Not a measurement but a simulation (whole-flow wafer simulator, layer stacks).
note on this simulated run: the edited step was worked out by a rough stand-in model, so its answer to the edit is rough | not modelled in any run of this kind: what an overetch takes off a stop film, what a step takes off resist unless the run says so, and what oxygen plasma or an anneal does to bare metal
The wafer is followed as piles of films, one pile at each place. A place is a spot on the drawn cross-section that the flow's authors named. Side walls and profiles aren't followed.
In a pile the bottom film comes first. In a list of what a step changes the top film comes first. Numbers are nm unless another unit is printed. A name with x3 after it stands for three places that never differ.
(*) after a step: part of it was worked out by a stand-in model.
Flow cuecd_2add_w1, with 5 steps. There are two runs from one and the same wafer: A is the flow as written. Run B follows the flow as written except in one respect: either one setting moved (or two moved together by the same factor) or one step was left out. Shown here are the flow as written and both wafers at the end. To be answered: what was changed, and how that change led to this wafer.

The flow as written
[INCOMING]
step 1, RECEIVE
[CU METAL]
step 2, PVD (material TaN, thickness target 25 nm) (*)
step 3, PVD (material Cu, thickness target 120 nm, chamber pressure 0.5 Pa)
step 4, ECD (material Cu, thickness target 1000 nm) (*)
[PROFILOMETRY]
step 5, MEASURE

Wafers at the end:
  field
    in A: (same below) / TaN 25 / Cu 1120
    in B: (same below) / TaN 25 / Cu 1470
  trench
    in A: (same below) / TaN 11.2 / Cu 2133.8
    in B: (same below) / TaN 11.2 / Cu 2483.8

Cause: step 4, ECD: thickness target 1350 nm was run, whereas the flow has thickness target 1000 nm.

The path from the change to this, step by step:
  step 4, ECD (material Cu, thickness target 1000 nm) (*)
      field: A +1000 Cu | B +1350 Cu
      trench: A +2080.2 Cu | B +2430.2 Cu
